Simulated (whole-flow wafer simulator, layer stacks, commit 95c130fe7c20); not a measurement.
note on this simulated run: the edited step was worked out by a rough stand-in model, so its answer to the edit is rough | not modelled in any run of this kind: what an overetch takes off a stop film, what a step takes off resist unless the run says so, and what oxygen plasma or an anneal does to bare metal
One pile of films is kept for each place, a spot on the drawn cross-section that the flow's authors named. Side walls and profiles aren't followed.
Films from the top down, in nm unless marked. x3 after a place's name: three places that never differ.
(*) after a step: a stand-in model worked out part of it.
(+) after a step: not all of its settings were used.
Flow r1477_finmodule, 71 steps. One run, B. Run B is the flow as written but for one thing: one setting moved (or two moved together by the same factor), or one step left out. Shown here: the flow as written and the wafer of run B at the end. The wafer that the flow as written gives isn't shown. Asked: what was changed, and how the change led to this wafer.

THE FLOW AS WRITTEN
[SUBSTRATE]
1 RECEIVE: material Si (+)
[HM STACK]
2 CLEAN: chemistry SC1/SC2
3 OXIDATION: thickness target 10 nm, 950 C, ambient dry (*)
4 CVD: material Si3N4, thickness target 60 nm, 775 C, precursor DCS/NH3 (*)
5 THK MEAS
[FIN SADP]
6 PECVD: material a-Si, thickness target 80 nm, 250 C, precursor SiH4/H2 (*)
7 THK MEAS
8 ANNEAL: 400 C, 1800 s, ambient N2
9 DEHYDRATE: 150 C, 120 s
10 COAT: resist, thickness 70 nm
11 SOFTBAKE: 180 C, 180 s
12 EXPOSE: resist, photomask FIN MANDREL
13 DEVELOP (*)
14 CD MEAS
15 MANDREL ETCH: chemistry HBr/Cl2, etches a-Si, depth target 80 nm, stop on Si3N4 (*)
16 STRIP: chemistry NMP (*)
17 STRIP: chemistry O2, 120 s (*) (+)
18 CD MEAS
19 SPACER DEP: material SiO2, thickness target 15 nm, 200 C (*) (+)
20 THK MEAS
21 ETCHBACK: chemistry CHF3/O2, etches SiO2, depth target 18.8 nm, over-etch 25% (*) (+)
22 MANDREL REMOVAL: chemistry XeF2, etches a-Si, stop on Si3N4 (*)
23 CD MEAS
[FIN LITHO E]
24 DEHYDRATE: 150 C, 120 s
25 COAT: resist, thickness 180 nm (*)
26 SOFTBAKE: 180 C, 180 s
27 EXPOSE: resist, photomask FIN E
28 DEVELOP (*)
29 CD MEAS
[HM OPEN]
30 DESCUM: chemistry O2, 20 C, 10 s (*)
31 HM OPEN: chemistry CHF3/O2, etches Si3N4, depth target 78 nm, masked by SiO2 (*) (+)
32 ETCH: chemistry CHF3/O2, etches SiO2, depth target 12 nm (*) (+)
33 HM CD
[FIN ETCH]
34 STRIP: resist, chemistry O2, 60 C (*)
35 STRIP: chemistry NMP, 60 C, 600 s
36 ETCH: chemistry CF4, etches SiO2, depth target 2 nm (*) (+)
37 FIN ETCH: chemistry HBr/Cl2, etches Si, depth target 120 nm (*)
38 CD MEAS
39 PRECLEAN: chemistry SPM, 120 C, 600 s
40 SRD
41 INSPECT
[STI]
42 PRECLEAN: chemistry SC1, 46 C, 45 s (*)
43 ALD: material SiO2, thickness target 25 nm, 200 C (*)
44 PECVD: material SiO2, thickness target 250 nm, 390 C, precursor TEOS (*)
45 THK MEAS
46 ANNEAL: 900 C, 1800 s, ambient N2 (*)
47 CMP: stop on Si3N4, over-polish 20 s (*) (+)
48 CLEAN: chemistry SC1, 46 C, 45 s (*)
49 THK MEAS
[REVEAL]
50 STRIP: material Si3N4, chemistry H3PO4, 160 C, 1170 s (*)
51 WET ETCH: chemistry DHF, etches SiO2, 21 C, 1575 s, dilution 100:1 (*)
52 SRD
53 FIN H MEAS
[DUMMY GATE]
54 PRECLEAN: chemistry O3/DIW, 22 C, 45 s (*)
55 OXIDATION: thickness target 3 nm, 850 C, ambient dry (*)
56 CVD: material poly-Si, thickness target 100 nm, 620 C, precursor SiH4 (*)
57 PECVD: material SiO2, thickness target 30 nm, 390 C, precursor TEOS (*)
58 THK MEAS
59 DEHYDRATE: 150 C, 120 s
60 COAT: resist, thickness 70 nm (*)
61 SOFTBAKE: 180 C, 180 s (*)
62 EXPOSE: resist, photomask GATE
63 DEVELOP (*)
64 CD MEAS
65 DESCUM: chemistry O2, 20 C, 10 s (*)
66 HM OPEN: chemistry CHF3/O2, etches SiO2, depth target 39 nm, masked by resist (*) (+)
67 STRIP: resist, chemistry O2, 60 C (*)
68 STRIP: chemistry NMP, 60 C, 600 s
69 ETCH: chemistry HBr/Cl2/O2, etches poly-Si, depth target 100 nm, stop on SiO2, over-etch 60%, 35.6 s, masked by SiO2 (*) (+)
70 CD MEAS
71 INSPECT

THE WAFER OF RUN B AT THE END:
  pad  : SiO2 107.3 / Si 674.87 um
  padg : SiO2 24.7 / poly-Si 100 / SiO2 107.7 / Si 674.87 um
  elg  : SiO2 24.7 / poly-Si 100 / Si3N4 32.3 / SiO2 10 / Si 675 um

The cause: step 51, WET ETCH: 19.68 C was run, where the flow has 21 C.

How the change led to this, step by step:
  51 WET ETCH: chemistry DHF, etches SiO2, 21 C, 1575 s, dilution 100:1 (*)
      pad, padg, e40sg and 12 more: SiO2 -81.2 (as written it would be: SiO2 -85.7)
      esg, s40cg, s45cg, s50cg, s40co, s45co, s50co: SiO2 -74.9 (as written it would be: SiO2 -79.1)
  56 CVD: material poly-Si, thickness target 100 nm, 620 C, precursor SiH4 (*)
      s40cg, s40co: poly-Si +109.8 (new film) (as written it would be: poly-Si +113.9 (new film))
      s45cg, s45co: poly-Si +109.2 (new film) (as written it would be: poly-Si +113.4 (new film))
      (and at 3 more places)
  60 COAT: resist, thickness 70 nm (*)
      e40sg, eso, e40so: resist +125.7 (new film) (as written it would be: resist +129.5 (new film))
      e100sg, e100so: resist +125.6 (new film) (as written it would be: resist +129.4 (new film))
      (and at 8 more places)
  63 DEVELOP (*)
      eso, e40so: resist -125.7 (all of it) (as written it would be: resist -129.5 (all of it))
      e100so: resist -125.6 (all of it) (as written it would be: resist -129.4 (all of it))
      (and at 4 more places)
  67 STRIP: resist, chemistry O2, 60 C (*)
      e40sg: resist -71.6 (all of it) (as written it would be: resist -75.4 (all of it))
      e100sg: resist -71.5 (all of it) (as written it would be: resist -75.3 (all of it))
      (and at 4 more places)
  69 ETCH: chemistry HBr/Cl2/O2, etches poly-Si, depth target 100 nm, stop on SiO2, over-etch 60%, 35.6 s, masked by SiO2 (*) (+)
      s40co: chemical SiO2 -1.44 (all of it), poly-Si -107.3 (all of it), SiO2 -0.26 (as written it would be: chemical SiO2 -1.46 (all of it), poly-Si -111.5 (all of it), SiO2 -0.24)
      s45co: chemical SiO2 -1.44 (all of it), poly-Si -106.8 (all of it), SiO2 -0.27 (as written it would be: chemical SiO2 -1.46 (all of it), poly-Si -110.9 (all of it), SiO2 -0.25)
      (and at 1 more place)
